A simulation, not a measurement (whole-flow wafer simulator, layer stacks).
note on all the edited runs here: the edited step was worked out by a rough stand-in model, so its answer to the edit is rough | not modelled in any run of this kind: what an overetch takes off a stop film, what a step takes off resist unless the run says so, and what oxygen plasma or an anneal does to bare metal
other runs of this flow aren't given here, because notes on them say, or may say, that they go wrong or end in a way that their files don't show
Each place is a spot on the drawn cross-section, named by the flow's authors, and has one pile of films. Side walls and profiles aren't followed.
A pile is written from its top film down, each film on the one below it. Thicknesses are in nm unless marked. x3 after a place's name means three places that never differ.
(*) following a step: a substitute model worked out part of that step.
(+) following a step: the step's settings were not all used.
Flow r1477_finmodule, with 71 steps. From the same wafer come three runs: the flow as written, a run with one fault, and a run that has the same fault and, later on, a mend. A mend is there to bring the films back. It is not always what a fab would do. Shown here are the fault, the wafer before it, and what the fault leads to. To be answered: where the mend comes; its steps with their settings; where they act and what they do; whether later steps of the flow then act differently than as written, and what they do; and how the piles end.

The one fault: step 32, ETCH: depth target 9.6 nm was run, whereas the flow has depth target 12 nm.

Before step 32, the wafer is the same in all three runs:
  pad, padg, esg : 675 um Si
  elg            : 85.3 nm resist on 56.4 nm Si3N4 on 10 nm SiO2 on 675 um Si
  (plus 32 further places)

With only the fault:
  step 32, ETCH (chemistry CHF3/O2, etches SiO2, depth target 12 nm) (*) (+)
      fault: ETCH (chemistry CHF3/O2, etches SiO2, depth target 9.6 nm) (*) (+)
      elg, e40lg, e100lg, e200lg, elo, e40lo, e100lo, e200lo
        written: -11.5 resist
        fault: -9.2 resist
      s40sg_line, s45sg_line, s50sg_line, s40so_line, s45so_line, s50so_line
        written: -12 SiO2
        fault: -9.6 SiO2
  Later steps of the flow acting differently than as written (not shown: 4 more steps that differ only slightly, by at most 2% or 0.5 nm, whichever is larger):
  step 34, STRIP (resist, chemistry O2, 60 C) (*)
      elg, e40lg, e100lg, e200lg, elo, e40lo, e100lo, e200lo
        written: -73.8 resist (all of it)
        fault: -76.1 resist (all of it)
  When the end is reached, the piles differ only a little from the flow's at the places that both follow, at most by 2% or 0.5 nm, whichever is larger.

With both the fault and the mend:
  After step 32 comes the mend.
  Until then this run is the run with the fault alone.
  step 32a, ETCH (chemistry CHF3/O2, etches SiO2, depth target 2.4 nm) (*) (a further turn of the flow's step 32, with different settings)
      pad, padg, e40sg and 11 more
        -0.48 Si
      elg, e40lg, e100lg, e200lg, elo, e40lo, e100lo, e200lo
        -2.3 resist
      s40sg_line, s45sg_line, s50sg_line, s40so_line, s45so_line, s50so_line
        -2.4 SiO2
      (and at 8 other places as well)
  Later steps of the flow that are run all act as written at every place that is followed, up to a difference of at most 2% or 0.5 nm, whichever is larger.
  When the end is reached, the piles differ only a little from the flow's at the places that both follow, at most by 2% or 0.5 nm, whichever is larger.
